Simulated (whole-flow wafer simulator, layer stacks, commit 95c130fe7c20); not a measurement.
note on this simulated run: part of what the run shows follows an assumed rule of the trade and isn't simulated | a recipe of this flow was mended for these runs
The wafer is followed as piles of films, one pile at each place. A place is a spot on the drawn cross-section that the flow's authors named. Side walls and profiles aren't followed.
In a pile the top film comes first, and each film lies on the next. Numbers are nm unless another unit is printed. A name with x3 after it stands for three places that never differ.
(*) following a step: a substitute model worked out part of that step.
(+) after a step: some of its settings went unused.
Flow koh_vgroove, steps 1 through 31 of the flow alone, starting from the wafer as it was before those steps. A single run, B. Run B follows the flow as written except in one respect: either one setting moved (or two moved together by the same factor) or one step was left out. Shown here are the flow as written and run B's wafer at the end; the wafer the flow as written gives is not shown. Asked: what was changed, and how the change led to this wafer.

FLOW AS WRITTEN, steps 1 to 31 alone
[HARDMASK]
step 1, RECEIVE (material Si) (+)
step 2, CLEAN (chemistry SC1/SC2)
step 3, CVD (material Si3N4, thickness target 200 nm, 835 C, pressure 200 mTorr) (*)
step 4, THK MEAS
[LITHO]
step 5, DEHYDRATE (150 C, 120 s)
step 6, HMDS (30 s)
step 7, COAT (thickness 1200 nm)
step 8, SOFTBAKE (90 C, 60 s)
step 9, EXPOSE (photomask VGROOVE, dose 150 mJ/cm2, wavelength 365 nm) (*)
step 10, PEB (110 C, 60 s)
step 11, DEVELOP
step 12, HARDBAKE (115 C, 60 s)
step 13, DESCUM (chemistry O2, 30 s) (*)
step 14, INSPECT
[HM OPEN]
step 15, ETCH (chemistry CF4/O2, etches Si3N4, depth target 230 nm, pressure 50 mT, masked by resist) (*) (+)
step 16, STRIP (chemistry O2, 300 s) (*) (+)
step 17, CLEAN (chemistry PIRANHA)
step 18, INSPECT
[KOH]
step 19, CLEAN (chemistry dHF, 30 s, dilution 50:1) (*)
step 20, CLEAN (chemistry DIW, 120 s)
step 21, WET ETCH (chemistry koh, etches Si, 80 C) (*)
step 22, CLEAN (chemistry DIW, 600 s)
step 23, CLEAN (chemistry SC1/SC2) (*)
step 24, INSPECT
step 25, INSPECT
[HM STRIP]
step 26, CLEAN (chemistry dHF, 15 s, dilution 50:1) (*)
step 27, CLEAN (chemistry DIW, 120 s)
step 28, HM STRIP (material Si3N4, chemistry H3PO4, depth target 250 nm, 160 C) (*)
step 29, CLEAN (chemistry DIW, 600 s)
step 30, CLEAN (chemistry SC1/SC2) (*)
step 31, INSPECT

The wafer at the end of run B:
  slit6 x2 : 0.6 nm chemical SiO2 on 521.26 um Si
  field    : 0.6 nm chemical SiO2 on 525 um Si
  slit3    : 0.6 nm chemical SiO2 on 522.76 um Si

The reason: step 3, CVD: thickness target 229 nm was run, whereas the flow has thickness target 200 nm.

The path from the change to this, step by step:
  step 3, CVD (material Si3N4, thickness target 200 nm, 835 C, pressure 200 mTorr) (*)
      field, slit3, slit2, slit6 x2: +229 Si3N4 (new film) (it would be, as written: +200 Si3N4 (new film))
  step 15, ETCH (chemistry CF4/O2, etches Si3N4, depth target 230 nm, pressure 50 mT, masked by resist) (*) (+)
      slit3, slit2, slit6 x2: -229 Si3N4 (all of it), -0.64 chemical SiO2 (all of it), -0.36 Si (it would be, as written: -200 Si3N4 (all of it), -0.64 chemical SiO2 (all of it), -29.4 Si)
  step 28, HM STRIP (material Si3N4, chemistry H3PO4, depth target 250 nm, 160 C) (*)
      field: -227.7 Si3N4 (all of it), -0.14 chemical SiO2, -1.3 Si (it would be, as written: -198.7 Si3N4 (all of it), -0.14 chemical SiO2, -2.75 Si)
